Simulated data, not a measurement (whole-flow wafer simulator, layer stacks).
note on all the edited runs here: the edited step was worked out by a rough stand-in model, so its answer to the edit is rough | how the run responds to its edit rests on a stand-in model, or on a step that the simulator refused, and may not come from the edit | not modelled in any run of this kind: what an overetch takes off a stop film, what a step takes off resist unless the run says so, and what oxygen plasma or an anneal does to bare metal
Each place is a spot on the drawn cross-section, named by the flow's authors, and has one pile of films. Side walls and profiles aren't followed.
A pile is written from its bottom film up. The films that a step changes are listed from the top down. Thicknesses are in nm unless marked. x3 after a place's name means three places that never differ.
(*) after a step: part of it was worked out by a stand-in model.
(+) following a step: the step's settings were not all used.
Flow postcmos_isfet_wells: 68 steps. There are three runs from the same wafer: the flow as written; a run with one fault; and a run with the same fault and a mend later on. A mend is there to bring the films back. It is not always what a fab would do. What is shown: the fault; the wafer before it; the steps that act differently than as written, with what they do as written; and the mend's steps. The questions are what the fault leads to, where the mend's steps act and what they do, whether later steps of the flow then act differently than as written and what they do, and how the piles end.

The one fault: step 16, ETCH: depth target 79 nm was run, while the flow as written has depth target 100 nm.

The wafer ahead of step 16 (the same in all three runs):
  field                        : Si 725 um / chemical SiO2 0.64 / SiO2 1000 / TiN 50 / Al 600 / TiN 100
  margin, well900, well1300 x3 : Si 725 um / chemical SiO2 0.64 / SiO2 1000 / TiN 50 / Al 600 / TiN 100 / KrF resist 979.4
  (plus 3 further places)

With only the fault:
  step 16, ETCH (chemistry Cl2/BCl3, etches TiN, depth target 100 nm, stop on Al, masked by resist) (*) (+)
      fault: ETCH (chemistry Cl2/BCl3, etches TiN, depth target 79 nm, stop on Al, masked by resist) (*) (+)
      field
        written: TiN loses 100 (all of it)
        fault: TiN loses 79
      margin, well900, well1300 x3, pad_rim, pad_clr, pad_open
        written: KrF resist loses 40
        fault: KrF resist loses 31.6
  Steps later in the flow that act otherwise than as written (not shown: 2 more steps that differ only slightly, by at most 2% or 0.5 nm, whichever is larger):
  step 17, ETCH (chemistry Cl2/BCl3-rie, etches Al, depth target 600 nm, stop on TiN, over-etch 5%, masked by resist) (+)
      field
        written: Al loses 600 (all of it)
        fault: TiN loses 21 (all of it), Al loses 566.4
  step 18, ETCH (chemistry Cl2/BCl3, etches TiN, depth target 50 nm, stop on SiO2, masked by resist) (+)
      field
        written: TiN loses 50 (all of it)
        fault: Al loses 33.6 (all of it), TiN loses 35.9
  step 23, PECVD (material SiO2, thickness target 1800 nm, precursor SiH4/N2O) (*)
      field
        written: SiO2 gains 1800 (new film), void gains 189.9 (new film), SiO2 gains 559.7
        fault: SiO2 gains 1800 (new film), void gains 179.6 (new film), SiO2 gains 556.3 (new film)
  The piles end different from the flow's at field by more than 2% or 0.5 nm, whichever is larger.
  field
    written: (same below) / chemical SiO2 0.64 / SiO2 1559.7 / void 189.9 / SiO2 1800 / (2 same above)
    fault: (same below) / chemical SiO2 0.64 / SiO2 1000 / TiN 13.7 / SiO2 556.3 / void 179.6 / SiO2 1800 / (2 same above)

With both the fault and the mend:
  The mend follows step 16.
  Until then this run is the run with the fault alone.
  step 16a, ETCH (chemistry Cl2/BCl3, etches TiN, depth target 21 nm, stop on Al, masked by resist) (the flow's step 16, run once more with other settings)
      margin, well900, well1300 x3, pad_rim, pad_clr, pad_open
        KrF resist loses 8.4
      field
        TiN loses 21 (all of it)
  Every later step of the flow that is run acts as written at every place that is followed.
  By the end, the piles equal the flow's at every place that both follow.
